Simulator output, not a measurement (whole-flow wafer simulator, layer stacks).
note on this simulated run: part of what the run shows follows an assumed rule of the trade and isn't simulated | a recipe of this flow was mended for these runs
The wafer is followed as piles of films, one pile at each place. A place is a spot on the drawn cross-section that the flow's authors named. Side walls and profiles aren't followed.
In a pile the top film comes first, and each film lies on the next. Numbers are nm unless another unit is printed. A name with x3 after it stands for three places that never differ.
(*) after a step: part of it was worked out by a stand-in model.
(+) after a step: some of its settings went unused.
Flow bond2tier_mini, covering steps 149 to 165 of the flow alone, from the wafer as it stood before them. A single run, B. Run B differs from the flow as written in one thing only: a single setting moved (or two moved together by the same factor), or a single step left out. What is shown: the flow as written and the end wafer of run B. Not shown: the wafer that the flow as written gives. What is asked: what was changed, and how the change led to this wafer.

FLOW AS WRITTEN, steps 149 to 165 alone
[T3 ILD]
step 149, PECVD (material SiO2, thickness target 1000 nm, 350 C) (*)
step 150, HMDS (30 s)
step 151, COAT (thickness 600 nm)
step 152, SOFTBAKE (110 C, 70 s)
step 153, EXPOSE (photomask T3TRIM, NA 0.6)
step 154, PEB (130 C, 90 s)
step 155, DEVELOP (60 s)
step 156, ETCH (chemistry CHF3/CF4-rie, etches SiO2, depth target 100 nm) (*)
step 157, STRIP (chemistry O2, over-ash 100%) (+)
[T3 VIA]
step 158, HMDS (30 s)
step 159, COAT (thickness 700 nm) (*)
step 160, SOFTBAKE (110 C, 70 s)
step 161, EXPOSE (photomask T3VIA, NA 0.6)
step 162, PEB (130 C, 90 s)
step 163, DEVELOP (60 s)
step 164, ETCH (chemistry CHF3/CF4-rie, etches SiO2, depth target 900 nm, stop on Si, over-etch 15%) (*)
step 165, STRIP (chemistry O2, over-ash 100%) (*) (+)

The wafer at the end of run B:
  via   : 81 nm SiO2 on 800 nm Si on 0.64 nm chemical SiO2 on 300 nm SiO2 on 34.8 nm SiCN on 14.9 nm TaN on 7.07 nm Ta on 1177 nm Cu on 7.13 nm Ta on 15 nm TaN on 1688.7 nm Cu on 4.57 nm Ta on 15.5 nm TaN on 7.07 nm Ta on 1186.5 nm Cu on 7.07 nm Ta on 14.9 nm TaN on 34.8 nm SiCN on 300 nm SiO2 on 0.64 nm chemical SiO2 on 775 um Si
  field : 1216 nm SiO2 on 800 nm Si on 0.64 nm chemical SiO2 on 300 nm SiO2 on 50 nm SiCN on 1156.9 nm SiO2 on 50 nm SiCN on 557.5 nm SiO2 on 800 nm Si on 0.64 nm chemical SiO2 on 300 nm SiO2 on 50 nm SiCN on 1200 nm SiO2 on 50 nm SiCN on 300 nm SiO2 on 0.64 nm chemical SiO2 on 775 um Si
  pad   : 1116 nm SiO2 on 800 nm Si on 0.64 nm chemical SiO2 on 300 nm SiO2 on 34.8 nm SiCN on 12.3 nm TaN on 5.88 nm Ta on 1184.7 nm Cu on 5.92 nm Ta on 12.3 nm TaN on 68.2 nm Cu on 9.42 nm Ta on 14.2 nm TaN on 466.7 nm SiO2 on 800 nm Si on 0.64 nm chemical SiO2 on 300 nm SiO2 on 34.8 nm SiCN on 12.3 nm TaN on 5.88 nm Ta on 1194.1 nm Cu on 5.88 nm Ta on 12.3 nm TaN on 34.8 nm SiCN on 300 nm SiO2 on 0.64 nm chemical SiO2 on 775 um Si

The reason: step 149, PECVD: thickness target 1216 nm was run, while the flow as written has thickness target 1000 nm.
The wafer itself shows it: field has SiO2 1216, and step 149 as written asks for 1000 nm.

Step by step, how the change led to this:
  step 149, PECVD (material SiO2, thickness target 1000 nm, 350 C) (*)
      field, pad, via: SiO2 gains 1216 (new film) (in the flow as written it would be: SiO2 gains 1000 (new film))
  step 164, ETCH (chemistry CHF3/CF4-rie, etches SiO2, depth target 900 nm, stop on Si, over-etch 15%) (*)
      via: SiO2 loses 1035 (in the flow as written it would be: SiO2 loses 900 (all of it), Si loses 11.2)
